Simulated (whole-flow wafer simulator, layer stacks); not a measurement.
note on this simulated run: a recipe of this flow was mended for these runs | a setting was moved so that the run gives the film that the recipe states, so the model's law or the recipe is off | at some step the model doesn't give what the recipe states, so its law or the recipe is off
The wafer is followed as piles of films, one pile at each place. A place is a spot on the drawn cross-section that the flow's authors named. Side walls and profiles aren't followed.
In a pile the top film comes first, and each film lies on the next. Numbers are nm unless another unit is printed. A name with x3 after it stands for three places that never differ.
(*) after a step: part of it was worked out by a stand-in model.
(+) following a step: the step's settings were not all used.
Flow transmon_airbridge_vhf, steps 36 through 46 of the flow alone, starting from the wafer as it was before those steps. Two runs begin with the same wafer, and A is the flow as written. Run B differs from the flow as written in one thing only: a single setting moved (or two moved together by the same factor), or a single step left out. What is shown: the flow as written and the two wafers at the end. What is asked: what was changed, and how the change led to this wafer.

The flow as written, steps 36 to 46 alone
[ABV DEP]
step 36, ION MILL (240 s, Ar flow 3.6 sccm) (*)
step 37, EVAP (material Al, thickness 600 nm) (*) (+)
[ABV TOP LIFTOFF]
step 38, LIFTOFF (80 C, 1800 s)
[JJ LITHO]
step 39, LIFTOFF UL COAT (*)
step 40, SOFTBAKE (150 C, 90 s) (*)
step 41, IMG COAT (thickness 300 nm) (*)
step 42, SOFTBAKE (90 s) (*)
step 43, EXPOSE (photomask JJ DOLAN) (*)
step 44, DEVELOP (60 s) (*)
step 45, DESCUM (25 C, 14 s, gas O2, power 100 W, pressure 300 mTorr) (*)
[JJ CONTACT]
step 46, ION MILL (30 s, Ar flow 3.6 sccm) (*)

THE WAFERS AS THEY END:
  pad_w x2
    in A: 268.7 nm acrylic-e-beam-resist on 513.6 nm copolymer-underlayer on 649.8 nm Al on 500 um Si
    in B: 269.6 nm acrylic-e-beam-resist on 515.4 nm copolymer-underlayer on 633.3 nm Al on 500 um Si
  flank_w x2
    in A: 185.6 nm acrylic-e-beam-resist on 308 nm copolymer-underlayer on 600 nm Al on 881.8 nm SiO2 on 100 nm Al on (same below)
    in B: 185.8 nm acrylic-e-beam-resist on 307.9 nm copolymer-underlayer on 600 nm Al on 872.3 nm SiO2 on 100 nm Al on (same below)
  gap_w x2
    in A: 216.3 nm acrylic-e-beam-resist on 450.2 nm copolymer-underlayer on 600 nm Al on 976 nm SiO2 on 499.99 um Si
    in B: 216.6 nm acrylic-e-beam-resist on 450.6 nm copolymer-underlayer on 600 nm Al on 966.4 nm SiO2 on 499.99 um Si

The reason: step 36, ION MILL: 336 s was run, though the flow has 240 s.

The path from the change to this, step by step:
  step 36, ION MILL (240 s, Ar flow 3.6 sccm) (*)
      field x3, jj_line, ground_far, trace_open_s x2, margin_s, margin_n: A -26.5 i-line-resist | B -37.1 i-line-resist
      flank_w x2, gap_w x2, cpw_trace, bridge_strip: A -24 SiO2 | B -33.6 SiO2
      (also at 2 further places)
  step 38, LIFTOFF (80 C, 1800 s)
      margin_s: A -600 Al (all of it), -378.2 i-line-resist (all of it), -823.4 lift-off-underlayer (all of it), -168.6 acrylic-e-beam-resist (all of it) | B -600 Al (all of it), -367.6 i-line-resist (all of it), -823.4 lift-off-underlayer (all of it), -168.6 acrylic-e-beam-resist (all of it)
      margin_n: A -600 Al (all of it), -378.2 i-line-resist (all of it), -823.4 lift-off-underlayer (all of it), -168.6 acrylic-e-beam-resist (all of it) | B -600 Al (all of it), -367.7 i-line-resist (all of it), -823.4 lift-off-underlayer (all of it), -168.6 acrylic-e-beam-resist (all of it)
